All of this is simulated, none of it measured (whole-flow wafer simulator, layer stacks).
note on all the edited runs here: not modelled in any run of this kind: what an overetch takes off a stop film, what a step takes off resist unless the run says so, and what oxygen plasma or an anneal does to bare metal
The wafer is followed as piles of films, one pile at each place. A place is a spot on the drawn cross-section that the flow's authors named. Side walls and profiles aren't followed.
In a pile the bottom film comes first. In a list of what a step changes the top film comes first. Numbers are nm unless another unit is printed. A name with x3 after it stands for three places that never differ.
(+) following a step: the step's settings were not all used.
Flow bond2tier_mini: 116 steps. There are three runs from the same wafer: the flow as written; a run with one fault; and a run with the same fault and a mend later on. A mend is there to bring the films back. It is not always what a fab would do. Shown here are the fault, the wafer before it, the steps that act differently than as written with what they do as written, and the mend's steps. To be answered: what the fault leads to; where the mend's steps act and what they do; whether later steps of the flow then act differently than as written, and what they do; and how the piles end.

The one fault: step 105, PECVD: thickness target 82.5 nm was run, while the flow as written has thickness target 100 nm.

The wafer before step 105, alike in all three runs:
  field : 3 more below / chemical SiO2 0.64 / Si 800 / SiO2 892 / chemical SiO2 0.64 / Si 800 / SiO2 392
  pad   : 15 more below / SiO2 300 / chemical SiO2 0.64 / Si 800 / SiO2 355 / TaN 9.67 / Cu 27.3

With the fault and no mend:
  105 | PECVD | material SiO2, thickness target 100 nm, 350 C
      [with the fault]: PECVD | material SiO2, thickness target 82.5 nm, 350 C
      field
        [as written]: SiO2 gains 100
        [with the fault]: SiO2 gains 82.5
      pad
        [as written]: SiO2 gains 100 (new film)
        [with the fault]: SiO2 gains 82.5 (new film)
  Later steps of the flow acting differently than as written (2 more steps, not shown, differ only slightly: by at most 2% or 0.5 nm, whichever is larger):
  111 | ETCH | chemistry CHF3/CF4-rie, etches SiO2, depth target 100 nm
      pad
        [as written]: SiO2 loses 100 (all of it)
        [with the fault]: SiO2 loses 82.5 (all of it), Cu loses 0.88
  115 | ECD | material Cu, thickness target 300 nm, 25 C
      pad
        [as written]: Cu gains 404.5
        [with the fault]: Cu gains 387.1
  At field, pad, the piles at the end differ from the flow's by more than 2% or 0.5 nm, whichever is larger.
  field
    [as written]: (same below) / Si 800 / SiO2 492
    [with the fault]: (same below) / Si 800 / SiO2 474.5
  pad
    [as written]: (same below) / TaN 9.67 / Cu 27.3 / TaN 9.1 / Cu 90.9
    [with the fault]: (same below) / TaN 9.67 / Cu 26.5 / TaN 9.29 / Cu 74.1

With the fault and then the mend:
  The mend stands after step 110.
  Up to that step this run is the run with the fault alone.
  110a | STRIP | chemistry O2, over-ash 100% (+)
      field
        KrF resist loses 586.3 (all of it)
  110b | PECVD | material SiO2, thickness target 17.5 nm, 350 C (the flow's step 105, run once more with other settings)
      field, pad
        SiO2 gains 17.5
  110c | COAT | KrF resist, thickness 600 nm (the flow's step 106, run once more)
      field, pad
        KrF resist gains 600 (new film)
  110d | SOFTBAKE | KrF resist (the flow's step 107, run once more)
      leaves every film unchanged at each place that is followed
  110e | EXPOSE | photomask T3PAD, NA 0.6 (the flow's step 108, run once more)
      leaves every film unchanged at each place that is followed
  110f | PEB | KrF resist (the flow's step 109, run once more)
      leaves every film unchanged at each place that is followed
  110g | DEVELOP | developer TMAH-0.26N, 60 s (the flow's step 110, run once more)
      field
        KrF resist loses 13.7
      pad
        KrF resist loses 600 (all of it)
  Every later step of the flow that is run acts as written at every place that is followed.
  The piles end the same as the flow's at every place that both follow.
